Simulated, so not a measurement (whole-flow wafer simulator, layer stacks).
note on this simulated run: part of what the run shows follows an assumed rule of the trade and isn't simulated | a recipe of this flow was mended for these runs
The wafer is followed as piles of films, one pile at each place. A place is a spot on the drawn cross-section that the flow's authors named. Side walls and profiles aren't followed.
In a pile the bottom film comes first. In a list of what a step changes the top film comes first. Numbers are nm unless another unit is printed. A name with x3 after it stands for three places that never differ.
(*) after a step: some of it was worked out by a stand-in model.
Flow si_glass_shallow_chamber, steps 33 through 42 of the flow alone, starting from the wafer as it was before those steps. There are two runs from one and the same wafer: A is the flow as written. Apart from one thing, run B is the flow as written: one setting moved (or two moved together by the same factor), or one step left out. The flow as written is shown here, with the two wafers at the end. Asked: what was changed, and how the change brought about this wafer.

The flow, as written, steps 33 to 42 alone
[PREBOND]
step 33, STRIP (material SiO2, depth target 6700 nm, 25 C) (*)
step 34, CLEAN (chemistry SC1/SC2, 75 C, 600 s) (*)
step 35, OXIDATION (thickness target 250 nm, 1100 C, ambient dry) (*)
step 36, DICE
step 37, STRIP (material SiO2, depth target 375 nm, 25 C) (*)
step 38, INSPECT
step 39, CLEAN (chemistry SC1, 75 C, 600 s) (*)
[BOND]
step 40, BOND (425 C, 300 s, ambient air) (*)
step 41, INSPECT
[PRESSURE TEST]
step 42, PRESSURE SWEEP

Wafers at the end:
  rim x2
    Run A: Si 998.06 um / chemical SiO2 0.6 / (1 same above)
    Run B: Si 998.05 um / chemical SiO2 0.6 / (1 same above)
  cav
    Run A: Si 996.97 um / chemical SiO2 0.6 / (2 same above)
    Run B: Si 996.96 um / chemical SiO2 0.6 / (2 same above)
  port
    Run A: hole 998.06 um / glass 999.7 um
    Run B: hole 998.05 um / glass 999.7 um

The reason: step 39, CLEAN: 98 C was run, though the flow has 75 C.

The path from the change to this, step by step:
  step 39, CLEAN (chemistry SC1, 75 C, 600 s) (*)
      rim x2, cav, septum, ring: A chemical SiO2 gains 0.6 (new film), Si loses 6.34 | B chemical SiO2 gains 0.6 (new film), Si loses 17.4
